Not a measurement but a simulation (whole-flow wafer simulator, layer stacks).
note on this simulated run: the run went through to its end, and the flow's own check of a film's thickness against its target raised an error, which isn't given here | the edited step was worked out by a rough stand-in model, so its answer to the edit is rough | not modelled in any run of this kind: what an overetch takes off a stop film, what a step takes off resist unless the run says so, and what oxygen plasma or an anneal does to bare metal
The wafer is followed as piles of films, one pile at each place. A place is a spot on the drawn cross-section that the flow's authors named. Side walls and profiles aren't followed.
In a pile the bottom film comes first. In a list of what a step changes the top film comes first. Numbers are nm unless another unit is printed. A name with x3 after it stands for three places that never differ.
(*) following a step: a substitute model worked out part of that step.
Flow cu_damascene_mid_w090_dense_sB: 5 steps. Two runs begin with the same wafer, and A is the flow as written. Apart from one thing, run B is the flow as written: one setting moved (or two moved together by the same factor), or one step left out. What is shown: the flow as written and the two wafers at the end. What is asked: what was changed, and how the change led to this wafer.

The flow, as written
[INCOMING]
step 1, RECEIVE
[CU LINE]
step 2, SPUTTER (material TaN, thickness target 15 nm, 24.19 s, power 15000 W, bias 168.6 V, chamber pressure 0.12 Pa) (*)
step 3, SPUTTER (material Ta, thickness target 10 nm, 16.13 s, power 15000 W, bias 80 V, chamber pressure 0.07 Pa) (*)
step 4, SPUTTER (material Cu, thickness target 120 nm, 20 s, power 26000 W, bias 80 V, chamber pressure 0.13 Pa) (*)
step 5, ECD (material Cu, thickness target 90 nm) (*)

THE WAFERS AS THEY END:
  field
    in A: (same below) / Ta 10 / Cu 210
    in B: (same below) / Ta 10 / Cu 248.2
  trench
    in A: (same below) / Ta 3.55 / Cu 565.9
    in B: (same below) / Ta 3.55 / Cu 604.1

What caused this: step 5, ECD: thickness target 128.2 nm was run, though the flow has thickness target 90 nm.

The path from the change to this, step by step:
  step 5, ECD (material Cu, thickness target 90 nm) (*)
      field: A +90 Cu | B +128.2 Cu
      trench: A +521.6 Cu | B +559.8 Cu
